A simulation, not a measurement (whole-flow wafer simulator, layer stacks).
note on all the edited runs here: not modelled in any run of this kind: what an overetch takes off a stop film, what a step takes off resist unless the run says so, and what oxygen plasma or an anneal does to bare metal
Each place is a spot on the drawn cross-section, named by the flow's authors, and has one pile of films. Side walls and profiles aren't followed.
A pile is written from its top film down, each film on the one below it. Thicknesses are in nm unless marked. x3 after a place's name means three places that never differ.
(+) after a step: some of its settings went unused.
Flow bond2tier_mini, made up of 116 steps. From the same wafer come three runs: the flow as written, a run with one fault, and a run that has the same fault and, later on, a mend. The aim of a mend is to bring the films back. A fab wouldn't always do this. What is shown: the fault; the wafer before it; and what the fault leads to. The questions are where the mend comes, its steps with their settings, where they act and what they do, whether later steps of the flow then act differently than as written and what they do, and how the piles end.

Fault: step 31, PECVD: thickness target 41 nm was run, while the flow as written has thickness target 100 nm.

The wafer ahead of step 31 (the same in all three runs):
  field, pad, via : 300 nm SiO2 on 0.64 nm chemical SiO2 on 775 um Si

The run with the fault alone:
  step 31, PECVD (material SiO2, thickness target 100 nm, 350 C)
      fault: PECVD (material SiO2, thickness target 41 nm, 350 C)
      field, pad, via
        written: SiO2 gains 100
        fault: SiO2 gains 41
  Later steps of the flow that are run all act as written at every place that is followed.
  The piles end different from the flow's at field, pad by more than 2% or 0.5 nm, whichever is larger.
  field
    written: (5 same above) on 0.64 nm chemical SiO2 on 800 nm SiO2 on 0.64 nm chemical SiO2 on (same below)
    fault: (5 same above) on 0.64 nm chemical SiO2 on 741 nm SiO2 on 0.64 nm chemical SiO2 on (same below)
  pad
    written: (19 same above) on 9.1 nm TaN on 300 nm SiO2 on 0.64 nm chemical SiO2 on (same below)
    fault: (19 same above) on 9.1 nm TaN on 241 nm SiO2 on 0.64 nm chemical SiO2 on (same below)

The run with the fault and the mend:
  After step 36 comes the mend.
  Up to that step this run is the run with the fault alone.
  step 36a, STRIP (chemistry O2, over-ash 100%) (+)
      field
        KrF resist loses 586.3 (all of it)
  step 36b, PECVD (material SiO2, thickness target 59 nm, 350 C) (a further turn of the flow's step 31, with different settings)
      field, pad, via
        SiO2 gains 59
  step 36c, COAT (KrF resist, thickness 600 nm) (a further turn of the flow's step 32)
      field, pad, via
        KrF resist gains 600 (new film)
  step 36d, SOFTBAKE (KrF resist) (a further turn of the flow's step 33)
      leaves every film unchanged at each place that is followed
  step 36e, EXPOSE (photomask APAD, NA 0.6) (a further turn of the flow's step 34)
      leaves every film unchanged at each place that is followed
  step 36f, PEB (KrF resist) (a further turn of the flow's step 35)
      leaves every film unchanged at each place that is followed
  step 36g, DEVELOP (developer TMAH-0.26N, 60 s) (a further turn of the flow's step 36)
      pad, via
        KrF resist loses 600 (all of it)
      field
        KrF resist loses 13.7
  Later steps of the flow that are run all act as written at every place that is followed.
  By the end, the piles equal the flow's at every place that both follow.
